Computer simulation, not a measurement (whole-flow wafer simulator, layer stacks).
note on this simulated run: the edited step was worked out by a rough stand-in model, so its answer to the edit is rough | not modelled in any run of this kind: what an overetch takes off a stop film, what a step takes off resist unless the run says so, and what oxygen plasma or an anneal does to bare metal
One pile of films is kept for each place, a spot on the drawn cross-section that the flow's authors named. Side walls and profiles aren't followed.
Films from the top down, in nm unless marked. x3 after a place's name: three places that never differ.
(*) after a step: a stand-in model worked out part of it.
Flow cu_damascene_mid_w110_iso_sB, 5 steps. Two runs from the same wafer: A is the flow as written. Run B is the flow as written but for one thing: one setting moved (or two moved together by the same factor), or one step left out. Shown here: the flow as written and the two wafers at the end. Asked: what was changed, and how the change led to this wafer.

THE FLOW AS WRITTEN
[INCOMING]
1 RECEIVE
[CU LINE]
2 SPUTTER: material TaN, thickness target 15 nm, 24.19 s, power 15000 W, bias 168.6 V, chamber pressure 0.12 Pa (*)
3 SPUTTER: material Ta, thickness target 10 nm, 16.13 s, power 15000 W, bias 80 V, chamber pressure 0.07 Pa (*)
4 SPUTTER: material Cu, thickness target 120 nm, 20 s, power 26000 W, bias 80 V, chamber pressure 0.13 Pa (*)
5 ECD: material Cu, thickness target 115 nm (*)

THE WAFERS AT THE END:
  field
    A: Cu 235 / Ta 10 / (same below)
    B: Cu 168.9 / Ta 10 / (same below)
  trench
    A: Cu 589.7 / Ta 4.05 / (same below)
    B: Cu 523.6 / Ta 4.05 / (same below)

The cause: step 5, ECD: thickness target 48.9 nm was run, where the flow has thickness target 115 nm.

How the change led to this, step by step:
  5 ECD: material Cu, thickness target 115 nm (*)
      field: A Cu +115 | B Cu +48.9
      trench: A Cu +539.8 | B Cu +473.7
